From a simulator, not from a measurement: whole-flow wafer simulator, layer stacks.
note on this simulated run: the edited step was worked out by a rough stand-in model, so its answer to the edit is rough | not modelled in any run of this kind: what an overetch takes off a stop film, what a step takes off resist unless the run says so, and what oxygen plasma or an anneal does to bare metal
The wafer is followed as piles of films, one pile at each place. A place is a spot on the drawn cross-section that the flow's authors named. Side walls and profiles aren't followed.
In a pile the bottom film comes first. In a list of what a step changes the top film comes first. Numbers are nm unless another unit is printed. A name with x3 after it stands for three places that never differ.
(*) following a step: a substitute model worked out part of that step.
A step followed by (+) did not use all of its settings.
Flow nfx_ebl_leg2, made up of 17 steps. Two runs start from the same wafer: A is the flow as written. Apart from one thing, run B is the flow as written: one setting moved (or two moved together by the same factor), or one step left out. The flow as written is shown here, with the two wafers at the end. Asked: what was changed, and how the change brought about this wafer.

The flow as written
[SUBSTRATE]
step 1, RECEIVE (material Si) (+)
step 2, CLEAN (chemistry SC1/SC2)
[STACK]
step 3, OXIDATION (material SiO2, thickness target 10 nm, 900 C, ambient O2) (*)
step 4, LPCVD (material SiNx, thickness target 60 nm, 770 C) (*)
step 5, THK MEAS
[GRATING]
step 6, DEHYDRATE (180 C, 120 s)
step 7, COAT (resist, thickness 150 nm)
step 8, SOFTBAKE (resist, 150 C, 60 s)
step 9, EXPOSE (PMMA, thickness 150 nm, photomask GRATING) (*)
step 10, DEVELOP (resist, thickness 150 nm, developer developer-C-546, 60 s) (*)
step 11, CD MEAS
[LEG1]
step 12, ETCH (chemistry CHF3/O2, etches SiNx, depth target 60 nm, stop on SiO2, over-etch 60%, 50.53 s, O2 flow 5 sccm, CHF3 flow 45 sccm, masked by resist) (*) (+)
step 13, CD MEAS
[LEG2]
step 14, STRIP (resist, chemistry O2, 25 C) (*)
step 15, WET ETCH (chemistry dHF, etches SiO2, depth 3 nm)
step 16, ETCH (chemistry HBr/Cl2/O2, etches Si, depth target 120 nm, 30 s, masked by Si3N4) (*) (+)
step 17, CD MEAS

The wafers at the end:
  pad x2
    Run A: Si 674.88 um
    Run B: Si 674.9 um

What caused this: step 12, ETCH: depth target 45 nm was run, though the flow has depth target 60 nm.

The path from the change to this, step by step:
  step 12, ETCH (chemistry CHF3/O2, etches SiNx, depth target 60 nm, stop on SiO2, over-etch 60%, 50.53 s, O2 flow 5 sccm, CHF3 flow 45 sccm, masked by resist) (*) (+)
      pad x2: A -60 SiNx (all of it), -10 SiO2 (all of it) | B -60 SiNx (all of it), -6 SiO2
      field x2: A -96 resist | B -72 resist
  step 14, STRIP (resist, chemistry O2, 25 C) (*)
      pad x2: A +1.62 chemical SiO2 (new film), -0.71 Si | B nothing
      field x2: A -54 resist (all of it) | B -78 resist (all of it)
  step 15, WET ETCH (chemistry dHF, etches SiO2, depth 3 nm)
      pad x2: A -1.62 chemical SiO2 (all of it) | B -3 SiO2
  step 16, ETCH (chemistry HBr/Cl2/O2, etches Si, depth target 120 nm, 30 s, masked by Si3N4) (*) (+)
      pad x2: A -120 Si | B -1 SiO2 (all of it), -100 Si
